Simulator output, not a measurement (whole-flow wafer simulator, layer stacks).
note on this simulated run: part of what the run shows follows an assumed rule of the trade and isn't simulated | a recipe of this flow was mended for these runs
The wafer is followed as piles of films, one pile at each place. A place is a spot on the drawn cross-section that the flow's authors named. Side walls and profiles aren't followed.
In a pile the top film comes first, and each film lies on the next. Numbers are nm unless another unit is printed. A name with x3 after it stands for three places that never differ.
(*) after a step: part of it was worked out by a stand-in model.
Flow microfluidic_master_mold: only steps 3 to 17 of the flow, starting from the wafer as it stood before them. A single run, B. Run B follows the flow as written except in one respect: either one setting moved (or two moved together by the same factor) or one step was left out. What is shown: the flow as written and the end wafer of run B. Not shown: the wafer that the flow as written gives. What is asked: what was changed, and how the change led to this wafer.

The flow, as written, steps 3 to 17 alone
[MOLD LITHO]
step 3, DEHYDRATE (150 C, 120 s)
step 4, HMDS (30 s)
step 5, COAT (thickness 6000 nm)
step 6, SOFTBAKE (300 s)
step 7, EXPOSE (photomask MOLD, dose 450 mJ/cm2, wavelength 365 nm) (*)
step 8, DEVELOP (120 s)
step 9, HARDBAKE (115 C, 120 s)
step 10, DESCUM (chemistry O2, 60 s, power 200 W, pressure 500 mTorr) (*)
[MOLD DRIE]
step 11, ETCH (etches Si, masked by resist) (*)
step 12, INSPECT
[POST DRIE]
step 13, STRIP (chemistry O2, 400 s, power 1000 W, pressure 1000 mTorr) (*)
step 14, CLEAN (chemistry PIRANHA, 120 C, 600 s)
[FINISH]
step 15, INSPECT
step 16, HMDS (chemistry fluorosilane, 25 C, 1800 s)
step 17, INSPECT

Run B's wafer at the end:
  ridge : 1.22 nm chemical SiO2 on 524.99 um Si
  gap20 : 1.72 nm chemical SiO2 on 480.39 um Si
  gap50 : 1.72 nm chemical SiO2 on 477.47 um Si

Cause: step 5, COAT: thickness 7397 nm was run, while the flow as written has thickness 6000 nm.

Step by step, how the change led to this:
  step 5, COAT (thickness 6000 nm)
      ridge, gap20, gap50, gap200 x2: +7397 thick-i-line-resist (new film) (as written it would have been: +6000 thick-i-line-resist (new film))
  step 8, DEVELOP (120 s)
      gap20, gap50, gap200 x2: -7397 thick-i-line-resist (all of it) (as written it would have been: -6000 thick-i-line-resist (all of it))
  step 9, HARDBAKE (115 C, 120 s)
      ridge: -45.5 thick-i-line-resist (as written it would have been: -33.5 thick-i-line-resist)
  step 11, ETCH (etches Si, masked by resist) (*)
      gap20: -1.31 chemical SiO2 (all of it), -44.61 um Si (as written it would have been: -1.31 chemical SiO2 (all of it), -44.81 um Si)
      gap50: -1.31 chemical SiO2 (all of it), -47.53 um Si (as written it would have been: -1.31 chemical SiO2 (all of it), -47.62 um Si)
  step 13, STRIP (chemistry O2, 400 s, power 1000 W, pressure 1000 mTorr) (*)
      ridge: -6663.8 thick-i-line-resist (all of it), +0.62 chemical SiO2, -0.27 Si (as written it would have been: -5278.7 thick-i-line-resist (all of it), +0.78 chemical SiO2, -0.34 Si)
